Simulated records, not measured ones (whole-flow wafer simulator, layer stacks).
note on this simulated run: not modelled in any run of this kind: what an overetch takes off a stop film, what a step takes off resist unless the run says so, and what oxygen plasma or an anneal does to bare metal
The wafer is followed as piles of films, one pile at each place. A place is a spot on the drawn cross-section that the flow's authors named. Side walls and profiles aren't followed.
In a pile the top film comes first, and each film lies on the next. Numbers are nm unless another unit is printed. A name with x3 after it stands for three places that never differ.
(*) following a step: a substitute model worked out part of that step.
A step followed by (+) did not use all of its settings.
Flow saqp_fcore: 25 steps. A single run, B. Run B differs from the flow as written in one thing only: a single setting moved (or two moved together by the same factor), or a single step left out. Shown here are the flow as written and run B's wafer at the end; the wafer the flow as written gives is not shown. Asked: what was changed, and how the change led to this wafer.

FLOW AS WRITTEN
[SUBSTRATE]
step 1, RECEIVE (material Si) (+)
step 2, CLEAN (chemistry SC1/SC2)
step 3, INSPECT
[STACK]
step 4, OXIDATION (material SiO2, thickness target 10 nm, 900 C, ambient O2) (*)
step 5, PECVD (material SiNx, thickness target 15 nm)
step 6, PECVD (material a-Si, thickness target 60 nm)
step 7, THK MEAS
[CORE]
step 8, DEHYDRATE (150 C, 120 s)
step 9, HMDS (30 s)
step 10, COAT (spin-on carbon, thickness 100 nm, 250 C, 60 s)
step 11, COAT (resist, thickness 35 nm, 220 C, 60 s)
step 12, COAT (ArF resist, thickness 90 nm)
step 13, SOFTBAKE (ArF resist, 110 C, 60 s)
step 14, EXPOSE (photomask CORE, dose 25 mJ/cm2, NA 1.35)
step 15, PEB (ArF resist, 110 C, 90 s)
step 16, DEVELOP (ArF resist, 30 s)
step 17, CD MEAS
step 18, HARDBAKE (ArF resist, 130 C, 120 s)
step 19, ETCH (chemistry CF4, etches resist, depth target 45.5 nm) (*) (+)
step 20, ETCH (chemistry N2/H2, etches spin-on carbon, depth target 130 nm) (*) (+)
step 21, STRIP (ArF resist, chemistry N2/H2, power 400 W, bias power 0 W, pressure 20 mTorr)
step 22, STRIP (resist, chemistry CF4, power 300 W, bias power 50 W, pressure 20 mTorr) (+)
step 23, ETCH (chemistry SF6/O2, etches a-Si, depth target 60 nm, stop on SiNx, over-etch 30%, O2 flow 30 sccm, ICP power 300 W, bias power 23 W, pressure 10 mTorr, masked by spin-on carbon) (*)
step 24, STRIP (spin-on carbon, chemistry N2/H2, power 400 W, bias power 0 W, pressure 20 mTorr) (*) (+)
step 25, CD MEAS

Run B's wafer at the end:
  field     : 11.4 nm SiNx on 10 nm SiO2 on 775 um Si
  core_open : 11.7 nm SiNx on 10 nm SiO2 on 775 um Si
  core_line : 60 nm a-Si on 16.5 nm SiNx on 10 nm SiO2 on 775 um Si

What caused this: step 5, PECVD: thickness target 16.5 nm was run, while the flow as written has thickness target 15 nm.
The wafer itself shows it: core_line has SiNx 16.5, and step 5 as written asks for 15 nm.

The path from the change to this, step by step:
  step 5, PECVD (material SiNx, thickness target 15 nm)
      field, core_open, core_line: SiNx gains 16.5 (new film) (in the flow as written it would be: SiNx gains 15 (new film))
